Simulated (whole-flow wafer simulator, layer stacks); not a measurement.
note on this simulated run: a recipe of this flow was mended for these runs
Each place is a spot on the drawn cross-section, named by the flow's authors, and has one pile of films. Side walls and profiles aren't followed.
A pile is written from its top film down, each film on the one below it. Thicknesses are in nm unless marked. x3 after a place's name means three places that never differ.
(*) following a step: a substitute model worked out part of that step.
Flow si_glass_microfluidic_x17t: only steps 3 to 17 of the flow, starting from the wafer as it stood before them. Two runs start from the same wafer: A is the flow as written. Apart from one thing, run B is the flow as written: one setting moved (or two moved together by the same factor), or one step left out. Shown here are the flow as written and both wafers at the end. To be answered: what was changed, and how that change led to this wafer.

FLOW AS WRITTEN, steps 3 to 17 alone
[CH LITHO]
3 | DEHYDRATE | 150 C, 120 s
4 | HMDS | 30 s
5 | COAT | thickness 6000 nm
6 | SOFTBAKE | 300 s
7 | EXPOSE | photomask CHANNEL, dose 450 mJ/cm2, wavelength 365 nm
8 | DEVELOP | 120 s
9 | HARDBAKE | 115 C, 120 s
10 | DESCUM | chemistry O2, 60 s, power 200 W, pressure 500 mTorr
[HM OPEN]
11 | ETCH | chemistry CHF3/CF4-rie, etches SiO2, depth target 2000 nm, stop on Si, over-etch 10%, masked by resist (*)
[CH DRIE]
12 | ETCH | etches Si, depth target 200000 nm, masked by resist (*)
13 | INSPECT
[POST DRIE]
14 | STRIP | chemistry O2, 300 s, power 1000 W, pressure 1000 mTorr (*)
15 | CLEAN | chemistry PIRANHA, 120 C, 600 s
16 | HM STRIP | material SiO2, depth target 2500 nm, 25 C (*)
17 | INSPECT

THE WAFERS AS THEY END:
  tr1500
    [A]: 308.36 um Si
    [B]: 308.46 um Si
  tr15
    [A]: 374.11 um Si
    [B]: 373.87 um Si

What caused this: step 5, COAT: thickness 5325 nm was run, while the flow as written has thickness 6000 nm.

The path from the change to this, step by step:
  5 | COAT | thickness 6000 nm
      land, tr110, tr1500, tr15: A thick-i-line-resist gains 6000 (new film) | B thick-i-line-resist gains 5325 (new film)
  8 | DEVELOP | 120 s
      tr110, tr1500, tr15: A thick-i-line-resist loses 6000 (all of it) | B thick-i-line-resist loses 5325 (all of it)
  9 | HARDBAKE | 115 C, 120 s
      land: A thick-i-line-resist loses 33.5 | B thick-i-line-resist loses 28.2
  12 | ETCH | etches Si, depth target 200000 nm, masked by resist (*)
      tr1500: A Si loses 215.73 um | B Si loses 215.64 um
      tr15: A Si loses 149.99 um | B Si loses 150.23 um
  14 | STRIP | chemistry O2, 300 s, power 1000 W, pressure 1000 mTorr (*)
      land: A thick-i-line-resist loses 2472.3 (all of it) | B thick-i-line-resist loses 1803.8 (all of it)
